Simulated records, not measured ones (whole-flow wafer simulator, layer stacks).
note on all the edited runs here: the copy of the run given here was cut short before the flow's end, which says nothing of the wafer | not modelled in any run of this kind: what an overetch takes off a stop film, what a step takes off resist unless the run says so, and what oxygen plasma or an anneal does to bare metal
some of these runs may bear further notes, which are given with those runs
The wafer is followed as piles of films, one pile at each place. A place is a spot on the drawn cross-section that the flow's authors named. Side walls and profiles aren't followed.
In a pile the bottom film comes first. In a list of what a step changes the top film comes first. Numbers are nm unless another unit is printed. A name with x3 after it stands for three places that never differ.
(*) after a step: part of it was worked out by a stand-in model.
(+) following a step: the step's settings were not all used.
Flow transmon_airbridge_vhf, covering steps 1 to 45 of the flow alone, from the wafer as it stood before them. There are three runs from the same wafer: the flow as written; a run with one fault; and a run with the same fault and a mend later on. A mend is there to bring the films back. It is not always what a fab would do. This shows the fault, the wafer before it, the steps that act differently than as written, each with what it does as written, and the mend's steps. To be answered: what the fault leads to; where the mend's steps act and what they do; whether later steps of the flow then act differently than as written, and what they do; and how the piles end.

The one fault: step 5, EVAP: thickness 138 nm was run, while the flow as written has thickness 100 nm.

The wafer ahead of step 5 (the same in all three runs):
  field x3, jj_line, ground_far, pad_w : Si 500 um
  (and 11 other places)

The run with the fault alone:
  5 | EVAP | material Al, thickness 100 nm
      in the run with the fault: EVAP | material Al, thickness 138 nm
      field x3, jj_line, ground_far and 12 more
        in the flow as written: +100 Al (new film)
        in the run with the fault: +138 Al (new film)
  Steps further on in the flow that do not act as written:
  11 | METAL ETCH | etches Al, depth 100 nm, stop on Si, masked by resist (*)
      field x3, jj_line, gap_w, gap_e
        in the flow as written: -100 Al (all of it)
        in the run with the fault: -100 Al
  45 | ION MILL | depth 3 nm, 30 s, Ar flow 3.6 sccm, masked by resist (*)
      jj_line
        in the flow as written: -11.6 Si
        in the run with the fault: -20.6 Al
  At field x3, jj_line, ground_far and 12 more, the piles at the end differ from the flow's by more than 2% or 0.5 nm, whichever is larger.
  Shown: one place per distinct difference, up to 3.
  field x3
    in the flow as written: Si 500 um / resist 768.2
    in the run with the fault: Si 500 um / Al 38 / resist 768.2
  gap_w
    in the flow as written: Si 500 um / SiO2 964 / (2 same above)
    in the run with the fault: Si 500 um / Al 38 / SiO2 964 / (2 same above)
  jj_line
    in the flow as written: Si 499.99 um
    in the run with the fault: Si 500 um / Al 17.4

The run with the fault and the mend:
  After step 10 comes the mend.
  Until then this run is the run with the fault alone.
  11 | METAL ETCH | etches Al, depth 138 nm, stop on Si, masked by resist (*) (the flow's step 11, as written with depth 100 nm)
      ground_far, pad_w, flank_w and 8 more
        -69 i-line resist
      field x3, jj_line, gap_w, gap_e
        -138 Al (all of it)
  Steps further on in the flow that do not act as written (14 more steps, not shown, differ only slightly: by at most 2% or 0.5 nm, whichever is larger):
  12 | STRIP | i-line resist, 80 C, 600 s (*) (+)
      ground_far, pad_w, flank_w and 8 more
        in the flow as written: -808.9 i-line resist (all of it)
        in the run with the mend: -789.9 i-line resist (all of it)
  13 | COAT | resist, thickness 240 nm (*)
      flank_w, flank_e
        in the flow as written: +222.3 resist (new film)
        in the run with the mend: +216.7 resist (new film)
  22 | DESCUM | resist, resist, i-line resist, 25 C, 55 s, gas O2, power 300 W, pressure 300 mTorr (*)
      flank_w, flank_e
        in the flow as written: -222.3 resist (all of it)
        in the run with the mend: -216.7 resist (all of it)
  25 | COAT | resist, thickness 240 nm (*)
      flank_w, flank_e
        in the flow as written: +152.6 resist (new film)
        in the run with the mend: +148.1 resist (new film)
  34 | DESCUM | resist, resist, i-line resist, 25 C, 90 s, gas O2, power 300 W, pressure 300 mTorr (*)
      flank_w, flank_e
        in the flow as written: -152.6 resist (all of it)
        in the run with the mend: -148.1 resist (all of it)
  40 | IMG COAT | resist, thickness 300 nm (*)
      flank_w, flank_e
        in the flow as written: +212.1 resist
        in the run with the mend: +207.1 resist
  At ground_far, pad_w, flank_w and 8 more, the piles at the end differ from the flow's by more than 2% or 0.5 nm, whichever is larger.
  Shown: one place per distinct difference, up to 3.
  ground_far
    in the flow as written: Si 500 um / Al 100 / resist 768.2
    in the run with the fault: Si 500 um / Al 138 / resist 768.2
    in the run with the mend: Si 500 um / Al 138 / resist 768.2
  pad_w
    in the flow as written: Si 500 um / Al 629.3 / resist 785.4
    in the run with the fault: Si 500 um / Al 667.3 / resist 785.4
    in the run with the mend: Si 500 um / Al 667.3 / resist 784.4
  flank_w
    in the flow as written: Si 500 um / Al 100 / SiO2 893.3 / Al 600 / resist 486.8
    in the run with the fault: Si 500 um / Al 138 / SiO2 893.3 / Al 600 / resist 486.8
    in the run with the mend: Si 500 um / Al 138 / SiO2 893.6 / Al 600 / resist 477.5
